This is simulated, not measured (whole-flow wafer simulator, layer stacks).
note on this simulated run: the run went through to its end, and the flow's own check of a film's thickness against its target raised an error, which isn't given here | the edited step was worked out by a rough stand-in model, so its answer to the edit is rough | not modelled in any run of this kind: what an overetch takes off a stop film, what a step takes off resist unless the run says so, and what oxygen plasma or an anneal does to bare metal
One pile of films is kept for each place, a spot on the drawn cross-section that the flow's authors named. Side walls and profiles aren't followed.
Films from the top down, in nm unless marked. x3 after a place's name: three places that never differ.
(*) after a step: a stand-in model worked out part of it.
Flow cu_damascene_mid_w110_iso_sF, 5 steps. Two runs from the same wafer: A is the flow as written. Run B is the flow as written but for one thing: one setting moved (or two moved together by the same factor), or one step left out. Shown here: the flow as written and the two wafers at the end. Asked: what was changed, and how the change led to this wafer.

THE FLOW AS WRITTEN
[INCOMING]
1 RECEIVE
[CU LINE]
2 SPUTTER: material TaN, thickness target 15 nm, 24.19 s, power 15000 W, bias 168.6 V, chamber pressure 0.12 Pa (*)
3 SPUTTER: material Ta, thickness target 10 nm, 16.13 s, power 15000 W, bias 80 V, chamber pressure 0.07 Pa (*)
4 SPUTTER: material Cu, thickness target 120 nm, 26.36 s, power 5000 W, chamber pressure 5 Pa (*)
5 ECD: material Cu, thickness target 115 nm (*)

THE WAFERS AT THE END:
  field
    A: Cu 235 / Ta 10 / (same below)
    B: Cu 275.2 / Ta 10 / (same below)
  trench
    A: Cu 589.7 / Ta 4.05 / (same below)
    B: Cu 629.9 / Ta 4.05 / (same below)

The cause: step 5, ECD: thickness target 155.2 nm was run, where the flow has thickness target 115 nm.

How the change led to this, step by step:
  5 ECD: material Cu, thickness target 115 nm (*)
      field: A Cu +115 | B Cu +155.2
      trench: A Cu +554 | B Cu +594.2
